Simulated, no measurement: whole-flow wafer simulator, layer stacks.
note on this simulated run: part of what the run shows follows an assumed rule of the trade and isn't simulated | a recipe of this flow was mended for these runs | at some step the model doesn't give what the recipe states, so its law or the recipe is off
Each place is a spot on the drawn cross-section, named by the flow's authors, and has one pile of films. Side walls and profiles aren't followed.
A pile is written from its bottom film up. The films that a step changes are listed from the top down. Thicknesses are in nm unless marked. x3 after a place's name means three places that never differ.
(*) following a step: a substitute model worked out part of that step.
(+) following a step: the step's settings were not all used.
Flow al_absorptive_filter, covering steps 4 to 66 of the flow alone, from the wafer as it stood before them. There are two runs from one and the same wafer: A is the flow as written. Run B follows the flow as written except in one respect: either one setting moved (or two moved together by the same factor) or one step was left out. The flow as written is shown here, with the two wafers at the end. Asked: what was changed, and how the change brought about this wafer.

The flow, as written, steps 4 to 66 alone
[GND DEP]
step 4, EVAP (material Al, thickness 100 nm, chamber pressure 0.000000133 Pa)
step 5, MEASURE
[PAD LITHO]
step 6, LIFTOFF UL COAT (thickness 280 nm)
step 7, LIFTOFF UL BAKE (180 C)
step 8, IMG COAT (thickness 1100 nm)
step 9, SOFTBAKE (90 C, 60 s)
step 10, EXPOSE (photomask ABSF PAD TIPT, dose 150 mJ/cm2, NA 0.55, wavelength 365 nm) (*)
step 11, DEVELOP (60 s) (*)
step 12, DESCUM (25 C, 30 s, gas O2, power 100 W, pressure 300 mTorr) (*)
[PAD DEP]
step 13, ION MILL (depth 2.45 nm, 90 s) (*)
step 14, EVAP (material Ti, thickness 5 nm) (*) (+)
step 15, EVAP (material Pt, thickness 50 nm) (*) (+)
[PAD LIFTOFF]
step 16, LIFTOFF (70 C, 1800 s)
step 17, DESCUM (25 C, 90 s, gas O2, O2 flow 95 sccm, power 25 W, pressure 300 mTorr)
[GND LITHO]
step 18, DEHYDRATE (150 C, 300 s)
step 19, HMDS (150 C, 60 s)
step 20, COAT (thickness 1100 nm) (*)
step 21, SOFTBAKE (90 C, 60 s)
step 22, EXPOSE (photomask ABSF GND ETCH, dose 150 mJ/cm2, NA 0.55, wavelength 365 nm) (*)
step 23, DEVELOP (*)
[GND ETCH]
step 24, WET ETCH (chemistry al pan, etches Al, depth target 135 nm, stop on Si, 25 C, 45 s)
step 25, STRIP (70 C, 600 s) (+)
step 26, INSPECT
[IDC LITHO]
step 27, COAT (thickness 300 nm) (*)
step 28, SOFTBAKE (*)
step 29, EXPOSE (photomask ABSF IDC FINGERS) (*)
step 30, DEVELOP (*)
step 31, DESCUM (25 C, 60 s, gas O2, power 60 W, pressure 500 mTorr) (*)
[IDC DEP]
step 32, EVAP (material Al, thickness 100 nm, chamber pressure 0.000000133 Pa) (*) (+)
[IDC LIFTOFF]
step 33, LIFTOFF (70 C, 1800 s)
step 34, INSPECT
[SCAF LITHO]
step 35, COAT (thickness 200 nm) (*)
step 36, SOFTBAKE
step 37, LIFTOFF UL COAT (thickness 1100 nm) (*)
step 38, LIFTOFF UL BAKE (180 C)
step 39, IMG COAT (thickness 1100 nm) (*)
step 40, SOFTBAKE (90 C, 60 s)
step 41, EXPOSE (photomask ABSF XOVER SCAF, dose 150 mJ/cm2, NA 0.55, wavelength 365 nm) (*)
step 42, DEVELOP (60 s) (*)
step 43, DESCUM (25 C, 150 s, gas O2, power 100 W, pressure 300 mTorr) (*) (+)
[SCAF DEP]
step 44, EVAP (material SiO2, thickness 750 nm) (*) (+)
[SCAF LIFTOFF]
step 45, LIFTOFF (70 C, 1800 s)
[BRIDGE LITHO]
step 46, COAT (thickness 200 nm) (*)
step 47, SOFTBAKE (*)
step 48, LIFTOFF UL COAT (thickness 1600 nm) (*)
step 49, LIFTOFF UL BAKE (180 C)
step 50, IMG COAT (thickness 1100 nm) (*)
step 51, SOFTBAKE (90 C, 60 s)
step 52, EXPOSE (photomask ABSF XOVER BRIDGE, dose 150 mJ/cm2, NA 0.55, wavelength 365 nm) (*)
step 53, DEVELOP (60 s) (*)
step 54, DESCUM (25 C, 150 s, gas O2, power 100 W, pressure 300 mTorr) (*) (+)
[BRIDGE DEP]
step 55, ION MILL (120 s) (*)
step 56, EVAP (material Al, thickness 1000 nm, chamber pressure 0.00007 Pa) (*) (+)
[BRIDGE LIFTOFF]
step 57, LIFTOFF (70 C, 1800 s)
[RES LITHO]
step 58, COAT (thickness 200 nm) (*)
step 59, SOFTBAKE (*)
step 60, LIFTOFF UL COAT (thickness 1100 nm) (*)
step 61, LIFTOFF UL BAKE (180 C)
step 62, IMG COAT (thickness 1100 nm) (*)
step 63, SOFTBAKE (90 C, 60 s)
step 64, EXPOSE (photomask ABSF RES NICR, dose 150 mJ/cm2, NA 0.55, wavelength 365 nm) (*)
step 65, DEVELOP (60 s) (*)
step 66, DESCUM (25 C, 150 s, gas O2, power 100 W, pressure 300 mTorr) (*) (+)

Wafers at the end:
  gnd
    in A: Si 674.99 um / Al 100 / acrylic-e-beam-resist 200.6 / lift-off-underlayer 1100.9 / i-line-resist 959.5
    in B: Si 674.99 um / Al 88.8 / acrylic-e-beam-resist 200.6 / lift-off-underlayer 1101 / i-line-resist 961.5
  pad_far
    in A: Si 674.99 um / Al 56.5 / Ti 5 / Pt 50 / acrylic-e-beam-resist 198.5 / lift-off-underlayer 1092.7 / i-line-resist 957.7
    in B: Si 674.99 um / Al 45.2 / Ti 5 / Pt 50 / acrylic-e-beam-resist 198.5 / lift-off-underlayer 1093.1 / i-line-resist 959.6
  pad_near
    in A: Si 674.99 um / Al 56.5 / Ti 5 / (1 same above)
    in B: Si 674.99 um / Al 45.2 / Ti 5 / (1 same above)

What caused this: step 4, EVAP: thickness 88.75 nm was run, while the flow as written has thickness 100 nm.
The wafer itself shows it: gnd has Al 88.8, and step 4 as written asks for 100 nm.

The path from the change to this, step by step:
  step 4, EVAP (material Al, thickness 100 nm, chamber pressure 0.000000133 Pa)
      gnd, pad_far, pad_near and 11 more: A +100 Al (new film) | B +88.8 Al (new film)
  step 24, WET ETCH (chemistry al pan, etches Al, depth target 135 nm, stop on Si, 25 C, 45 s)
      res, xl_gap, idc_field, idc_line, idc_space: A -86.7 Al (all of it) | B -75.4 Al (all of it)
  step 27, COAT (thickness 300 nm) (*)
      xl_gap: A +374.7 e-beam-resist (new film) | B +366.3 e-beam-resist (new film)
  step 33, LIFTOFF (70 C, 1800 s)
      xl_gap: A -100 Al (all of it), -365.7 e-beam-resist (all of it) | B -100 Al (all of it), -357.3 e-beam-resist (all of it)
  step 35, COAT (thickness 200 nm) (*)
      ledge: A +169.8 acrylic-e-beam-resist (new film) | B +173.5 acrylic-e-beam-resist (new film)
      xl_gap: A +265.9 acrylic-e-beam-resist (new film) | B +258.7 acrylic-e-beam-resist (new film)
  step 43, DESCUM (25 C, 150 s, gas O2, power 100 W, pressure 300 mTorr) (*) (+)
      gnd, pad_far, pad_near and 7 more: A -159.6 i-line-resist | B -155.2 i-line-resist
      xl_gap: A -265.9 acrylic-e-beam-resist (all of it) | B -258.7 acrylic-e-beam-resist (all of it)
  step 45, LIFTOFF (70 C, 1800 s)
      ledge: A -750 SiO2 (all of it), -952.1 i-line-resist (all of it), -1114 lift-off-underlayer (all of it), -169.8 acrylic-e-beam-resist (all of it) | B -750 SiO2 (all of it), -954.9 i-line-resist (all of it), -1112.6 lift-off-underlayer (all of it), -173.5 acrylic-e-beam-resist (all of it)
  step 46, COAT (thickness 200 nm) (*)
      ledge: A +169.8 acrylic-e-beam-resist (new film) | B +173.5 acrylic-e-beam-resist (new film)
      xl_gap: A +97.9 acrylic-e-beam-resist (new film) | B +93.6 acrylic-e-beam-resist (new film)
  step 54, DESCUM (25 C, 150 s, gas O2, power 100 W, pressure 300 mTorr) (*) (+)
      xl_gap: A -97.9 acrylic-e-beam-resist (all of it) | B -93.6 acrylic-e-beam-resist (all of it)
  step 57, LIFTOFF (70 C, 1800 s)
      ledge: A -1000 Al (all of it), -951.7 i-line-resist (all of it), -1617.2 lift-off-underlayer (all of it), -169.8 acrylic-e-beam-resist (all of it) | B -1000 Al (all of it), -950.5 i-line-resist (all of it), -1615.4 lift-off-underlayer (all of it), -173.5 acrylic-e-beam-resist (all of it)
  step 58, COAT (thickness 200 nm) (*)
      ledge: A +169.8 acrylic-e-beam-resist (new film) | B +173.5 acrylic-e-beam-resist (new film)
      xl_gap: A +123.8 acrylic-e-beam-resist (new film) | B +121.3 acrylic-e-beam-resist (new film)
  step 66, DESCUM (25 C, 150 s, gas O2, power 100 W, pressure 300 mTorr) (*) (+)
      ledge: A -169.8 acrylic-e-beam-resist (all of it) | B -173.5 acrylic-e-beam-resist (all of it)
